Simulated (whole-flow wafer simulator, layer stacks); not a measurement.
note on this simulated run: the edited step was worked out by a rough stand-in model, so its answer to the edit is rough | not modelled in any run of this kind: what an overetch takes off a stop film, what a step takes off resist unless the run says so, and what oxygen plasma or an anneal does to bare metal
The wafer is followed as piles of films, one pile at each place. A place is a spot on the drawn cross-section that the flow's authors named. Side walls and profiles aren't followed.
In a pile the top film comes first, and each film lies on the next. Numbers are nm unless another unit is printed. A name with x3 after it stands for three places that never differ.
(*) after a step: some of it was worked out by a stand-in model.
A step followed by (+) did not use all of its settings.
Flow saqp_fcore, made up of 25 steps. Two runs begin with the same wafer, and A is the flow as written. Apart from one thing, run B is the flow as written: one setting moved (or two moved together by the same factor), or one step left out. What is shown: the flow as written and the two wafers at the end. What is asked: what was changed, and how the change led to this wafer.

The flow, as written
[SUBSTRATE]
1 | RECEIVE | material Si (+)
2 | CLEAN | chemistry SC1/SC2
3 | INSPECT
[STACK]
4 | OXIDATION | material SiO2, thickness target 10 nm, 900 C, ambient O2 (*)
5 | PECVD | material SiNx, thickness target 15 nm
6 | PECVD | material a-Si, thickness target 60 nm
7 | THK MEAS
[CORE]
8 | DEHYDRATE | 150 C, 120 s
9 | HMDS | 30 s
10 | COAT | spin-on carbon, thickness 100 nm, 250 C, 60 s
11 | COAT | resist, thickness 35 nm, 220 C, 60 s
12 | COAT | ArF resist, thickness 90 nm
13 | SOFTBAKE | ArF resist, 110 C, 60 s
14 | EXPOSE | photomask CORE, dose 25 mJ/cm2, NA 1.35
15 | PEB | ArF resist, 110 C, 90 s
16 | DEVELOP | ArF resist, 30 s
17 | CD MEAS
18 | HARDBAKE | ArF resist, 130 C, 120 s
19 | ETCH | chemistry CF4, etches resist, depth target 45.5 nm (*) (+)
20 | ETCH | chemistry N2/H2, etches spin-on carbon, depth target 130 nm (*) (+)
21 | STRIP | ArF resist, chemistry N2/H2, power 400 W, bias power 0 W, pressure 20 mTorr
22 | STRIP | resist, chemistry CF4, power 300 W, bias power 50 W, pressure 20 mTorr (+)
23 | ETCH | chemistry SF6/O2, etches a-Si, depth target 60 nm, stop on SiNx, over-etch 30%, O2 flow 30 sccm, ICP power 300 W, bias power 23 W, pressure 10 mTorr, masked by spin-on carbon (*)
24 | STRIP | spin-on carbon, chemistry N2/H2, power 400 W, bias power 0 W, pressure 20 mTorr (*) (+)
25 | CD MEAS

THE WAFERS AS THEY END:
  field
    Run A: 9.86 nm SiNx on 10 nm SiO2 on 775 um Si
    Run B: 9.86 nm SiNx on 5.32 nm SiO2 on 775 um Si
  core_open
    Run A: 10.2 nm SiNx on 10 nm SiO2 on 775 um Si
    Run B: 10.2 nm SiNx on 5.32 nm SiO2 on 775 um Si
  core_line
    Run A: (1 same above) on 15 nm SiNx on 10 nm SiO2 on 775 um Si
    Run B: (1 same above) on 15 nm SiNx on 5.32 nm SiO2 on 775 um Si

The reason: step 4, OXIDATION: 832 C was run, while the flow as written has 900 C.

The path from the change to this, step by step:
  4 | OXIDATION | material SiO2, thickness target 10 nm, 900 C, ambient O2 (*)
      field, core_open, core_line: A +10 SiO2 (new film), -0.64 chemical SiO2 (all of it), -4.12 Si | B +5.32 SiO2 (new film), -0.64 chemical SiO2 (all of it), -2.06 Si
